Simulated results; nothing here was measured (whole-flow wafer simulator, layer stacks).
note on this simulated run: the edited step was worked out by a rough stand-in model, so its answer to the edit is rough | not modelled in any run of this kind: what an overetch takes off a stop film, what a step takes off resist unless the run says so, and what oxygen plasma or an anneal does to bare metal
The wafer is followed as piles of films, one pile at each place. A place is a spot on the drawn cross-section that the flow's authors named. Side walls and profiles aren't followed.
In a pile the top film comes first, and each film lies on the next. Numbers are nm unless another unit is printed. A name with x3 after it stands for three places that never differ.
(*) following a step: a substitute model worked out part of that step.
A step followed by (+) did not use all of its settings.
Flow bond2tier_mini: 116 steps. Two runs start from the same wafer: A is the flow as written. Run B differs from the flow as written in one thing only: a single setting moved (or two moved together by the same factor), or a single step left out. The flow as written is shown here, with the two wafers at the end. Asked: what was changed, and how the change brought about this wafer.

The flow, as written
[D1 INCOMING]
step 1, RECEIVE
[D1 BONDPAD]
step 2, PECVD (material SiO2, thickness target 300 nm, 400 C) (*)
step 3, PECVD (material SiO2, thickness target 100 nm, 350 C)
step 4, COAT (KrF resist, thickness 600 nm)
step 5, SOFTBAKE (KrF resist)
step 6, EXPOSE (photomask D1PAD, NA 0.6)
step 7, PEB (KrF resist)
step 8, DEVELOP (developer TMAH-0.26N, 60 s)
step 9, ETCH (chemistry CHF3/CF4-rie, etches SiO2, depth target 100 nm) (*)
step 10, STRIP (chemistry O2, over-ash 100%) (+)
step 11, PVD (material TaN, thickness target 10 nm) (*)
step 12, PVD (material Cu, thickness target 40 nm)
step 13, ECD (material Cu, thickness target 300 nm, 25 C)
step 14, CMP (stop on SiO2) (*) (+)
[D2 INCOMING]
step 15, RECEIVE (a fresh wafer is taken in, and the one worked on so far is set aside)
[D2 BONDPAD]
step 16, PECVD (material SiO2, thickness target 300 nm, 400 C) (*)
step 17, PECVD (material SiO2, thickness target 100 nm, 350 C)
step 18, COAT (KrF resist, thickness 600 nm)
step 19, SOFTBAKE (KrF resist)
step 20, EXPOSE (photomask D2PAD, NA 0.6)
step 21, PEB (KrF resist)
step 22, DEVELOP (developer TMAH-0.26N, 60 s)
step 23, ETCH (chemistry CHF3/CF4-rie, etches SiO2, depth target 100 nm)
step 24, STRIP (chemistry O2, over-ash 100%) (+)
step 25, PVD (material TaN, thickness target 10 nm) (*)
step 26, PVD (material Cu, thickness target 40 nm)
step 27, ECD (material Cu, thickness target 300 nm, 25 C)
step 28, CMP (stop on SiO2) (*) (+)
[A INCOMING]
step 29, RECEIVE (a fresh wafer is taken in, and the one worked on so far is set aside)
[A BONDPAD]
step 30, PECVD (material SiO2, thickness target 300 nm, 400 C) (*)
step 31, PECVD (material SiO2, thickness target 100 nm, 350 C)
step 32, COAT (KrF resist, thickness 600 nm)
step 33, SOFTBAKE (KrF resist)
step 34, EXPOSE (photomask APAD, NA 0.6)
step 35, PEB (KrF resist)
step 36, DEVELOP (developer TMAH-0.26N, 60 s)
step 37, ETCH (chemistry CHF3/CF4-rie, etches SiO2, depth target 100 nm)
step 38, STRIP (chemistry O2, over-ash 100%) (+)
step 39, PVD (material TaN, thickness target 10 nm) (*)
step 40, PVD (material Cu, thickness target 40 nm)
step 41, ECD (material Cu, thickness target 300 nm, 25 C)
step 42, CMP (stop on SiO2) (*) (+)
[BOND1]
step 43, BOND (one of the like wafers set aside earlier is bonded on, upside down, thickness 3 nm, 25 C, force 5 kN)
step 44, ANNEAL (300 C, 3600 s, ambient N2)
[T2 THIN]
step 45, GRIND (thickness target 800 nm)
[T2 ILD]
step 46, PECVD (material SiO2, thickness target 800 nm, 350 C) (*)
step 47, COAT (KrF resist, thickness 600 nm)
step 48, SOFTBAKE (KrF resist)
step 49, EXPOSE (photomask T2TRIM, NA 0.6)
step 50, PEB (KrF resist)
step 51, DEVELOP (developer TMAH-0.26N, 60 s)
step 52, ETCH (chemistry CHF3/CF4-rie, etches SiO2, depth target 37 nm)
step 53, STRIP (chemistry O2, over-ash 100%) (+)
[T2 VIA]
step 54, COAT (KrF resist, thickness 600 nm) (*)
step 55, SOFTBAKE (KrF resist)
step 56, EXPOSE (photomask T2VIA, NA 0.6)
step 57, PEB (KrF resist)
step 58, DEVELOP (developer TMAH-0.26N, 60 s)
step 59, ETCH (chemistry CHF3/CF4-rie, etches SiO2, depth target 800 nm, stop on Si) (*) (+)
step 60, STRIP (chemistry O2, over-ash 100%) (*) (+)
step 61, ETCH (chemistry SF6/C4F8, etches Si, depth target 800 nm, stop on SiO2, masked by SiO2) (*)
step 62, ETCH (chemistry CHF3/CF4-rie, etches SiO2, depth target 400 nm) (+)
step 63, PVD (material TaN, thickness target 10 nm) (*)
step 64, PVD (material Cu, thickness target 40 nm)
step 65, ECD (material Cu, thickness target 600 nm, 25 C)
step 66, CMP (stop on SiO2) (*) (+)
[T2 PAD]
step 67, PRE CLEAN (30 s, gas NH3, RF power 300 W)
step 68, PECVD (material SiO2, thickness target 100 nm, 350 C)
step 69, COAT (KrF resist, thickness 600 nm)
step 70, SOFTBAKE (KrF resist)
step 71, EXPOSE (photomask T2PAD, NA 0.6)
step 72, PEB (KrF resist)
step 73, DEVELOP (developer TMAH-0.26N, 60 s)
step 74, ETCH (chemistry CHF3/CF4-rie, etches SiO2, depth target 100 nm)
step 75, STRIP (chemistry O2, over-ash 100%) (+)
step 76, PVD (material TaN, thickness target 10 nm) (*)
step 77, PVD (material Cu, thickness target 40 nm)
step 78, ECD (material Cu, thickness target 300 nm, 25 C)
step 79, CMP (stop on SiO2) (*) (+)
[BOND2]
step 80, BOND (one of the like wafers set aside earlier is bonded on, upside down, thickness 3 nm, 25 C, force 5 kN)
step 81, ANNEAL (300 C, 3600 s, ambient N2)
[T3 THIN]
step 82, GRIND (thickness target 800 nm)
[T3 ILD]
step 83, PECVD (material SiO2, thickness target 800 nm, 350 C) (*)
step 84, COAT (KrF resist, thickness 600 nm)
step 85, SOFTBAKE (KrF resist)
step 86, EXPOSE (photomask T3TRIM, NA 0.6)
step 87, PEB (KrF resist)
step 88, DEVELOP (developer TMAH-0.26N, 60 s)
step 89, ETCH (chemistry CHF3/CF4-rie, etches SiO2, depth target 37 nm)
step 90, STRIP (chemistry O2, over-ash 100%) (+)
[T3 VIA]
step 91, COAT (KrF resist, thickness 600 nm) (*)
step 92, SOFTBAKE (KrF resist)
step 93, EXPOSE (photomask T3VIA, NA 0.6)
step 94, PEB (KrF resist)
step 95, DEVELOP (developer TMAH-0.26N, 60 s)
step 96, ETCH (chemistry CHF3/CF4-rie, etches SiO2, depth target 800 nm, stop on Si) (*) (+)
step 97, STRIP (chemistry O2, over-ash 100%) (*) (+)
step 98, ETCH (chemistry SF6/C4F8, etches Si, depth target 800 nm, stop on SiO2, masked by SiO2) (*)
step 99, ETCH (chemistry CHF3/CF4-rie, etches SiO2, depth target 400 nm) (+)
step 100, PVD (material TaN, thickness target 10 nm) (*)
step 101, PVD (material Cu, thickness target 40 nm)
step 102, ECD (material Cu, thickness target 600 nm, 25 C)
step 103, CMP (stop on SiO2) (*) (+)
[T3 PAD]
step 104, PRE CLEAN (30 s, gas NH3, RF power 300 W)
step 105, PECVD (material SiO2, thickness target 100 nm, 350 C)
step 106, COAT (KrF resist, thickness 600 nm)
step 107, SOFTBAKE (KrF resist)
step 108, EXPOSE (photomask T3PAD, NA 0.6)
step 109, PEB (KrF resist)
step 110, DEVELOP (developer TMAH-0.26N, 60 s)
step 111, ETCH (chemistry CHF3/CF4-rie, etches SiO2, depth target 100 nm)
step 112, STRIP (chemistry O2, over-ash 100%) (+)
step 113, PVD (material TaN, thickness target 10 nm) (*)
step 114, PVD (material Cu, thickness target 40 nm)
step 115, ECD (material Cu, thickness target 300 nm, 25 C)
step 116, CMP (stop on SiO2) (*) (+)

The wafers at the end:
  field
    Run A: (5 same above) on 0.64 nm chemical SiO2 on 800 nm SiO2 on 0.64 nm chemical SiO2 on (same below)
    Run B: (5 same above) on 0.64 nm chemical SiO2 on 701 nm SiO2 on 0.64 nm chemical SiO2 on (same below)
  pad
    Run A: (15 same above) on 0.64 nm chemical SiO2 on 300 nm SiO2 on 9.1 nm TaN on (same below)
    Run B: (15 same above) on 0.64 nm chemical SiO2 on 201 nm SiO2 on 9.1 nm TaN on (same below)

Cause: step 2, PECVD: thickness target 201 nm was run, whereas the flow has thickness target 300 nm.
The wafer lets one read it off: pad has SiO2 201, and step 2 as written asks for 300 nm.

The path from the change to this, step by step:
  step 2, PECVD (material SiO2, thickness target 300 nm, 400 C) (*)
      field, pad, via: A SiO2 gains 300 (new film) | B SiO2 gains 201 (new film)
  step 43, BOND (one of the like wafers set aside earlier is bonded on, upside down, thickness 3 nm, 25 C, force 5 kN)
      field: A Si gains 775 um (new film), chemical SiO2 gains 0.64 (new film), SiO2 gains 400 | B Si gains 775 um (new film), chemical SiO2 gains 0.64 (new film), SiO2 gains 301
      pad: A Si gains 775 um (new film), chemical SiO2 gains 0.64 (new film), SiO2 gains 300 (new film), TaN gains 9.1 (new film), Cu gains 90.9 | B Si gains 775 um (new film), chemical SiO2 gains 0.64 (new film), SiO2 gains 201 (new film), TaN gains 9.1 (new film), Cu gains 90.9
      (also at 1 further place)
